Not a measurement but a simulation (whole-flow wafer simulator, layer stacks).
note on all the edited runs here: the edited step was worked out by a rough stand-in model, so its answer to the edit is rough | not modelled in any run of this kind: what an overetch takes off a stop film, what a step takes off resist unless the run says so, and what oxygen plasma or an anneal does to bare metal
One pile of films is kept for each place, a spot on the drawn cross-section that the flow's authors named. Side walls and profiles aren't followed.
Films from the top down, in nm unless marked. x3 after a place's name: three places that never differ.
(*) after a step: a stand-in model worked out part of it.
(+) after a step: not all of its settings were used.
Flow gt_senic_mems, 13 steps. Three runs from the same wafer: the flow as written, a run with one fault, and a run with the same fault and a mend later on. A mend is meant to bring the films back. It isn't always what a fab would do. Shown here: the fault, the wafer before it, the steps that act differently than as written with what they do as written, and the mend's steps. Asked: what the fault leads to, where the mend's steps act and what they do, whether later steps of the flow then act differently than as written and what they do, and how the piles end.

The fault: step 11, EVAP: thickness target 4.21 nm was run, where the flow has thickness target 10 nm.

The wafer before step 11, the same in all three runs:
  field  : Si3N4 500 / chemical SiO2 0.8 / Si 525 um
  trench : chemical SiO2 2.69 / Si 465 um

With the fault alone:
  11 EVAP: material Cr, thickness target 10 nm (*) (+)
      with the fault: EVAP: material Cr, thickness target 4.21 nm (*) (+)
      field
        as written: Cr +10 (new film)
        with the fault: Cr +4.21 (new film)
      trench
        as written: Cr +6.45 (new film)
        with the fault: Cr +2.72 (new film)
  No later step of the flow acts differently than as written at any place that is followed.
  At the end the piles differ from the flow's by more than 2% or 0.5 nm, whichever is larger, at field, trench.
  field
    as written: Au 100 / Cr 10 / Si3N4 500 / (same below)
    with the fault: Au 100 / Cr 4.21 / Si3N4 500 / (same below)
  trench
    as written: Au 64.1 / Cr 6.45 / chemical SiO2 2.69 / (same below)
    with the fault: Au 64.1 / Cr 2.72 / chemical SiO2 2.69 / (same below)

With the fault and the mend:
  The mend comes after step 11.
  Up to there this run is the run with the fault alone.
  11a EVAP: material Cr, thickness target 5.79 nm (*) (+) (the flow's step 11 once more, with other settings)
      field
        Cr +5.79
      trench
        Cr +3.74
  No later step of the flow acts differently than as written at any place that is followed.
  At the end the piles differ from the flow's only slightly at the places that both follow, by at most 2% or 0.5 nm, whichever is larger.
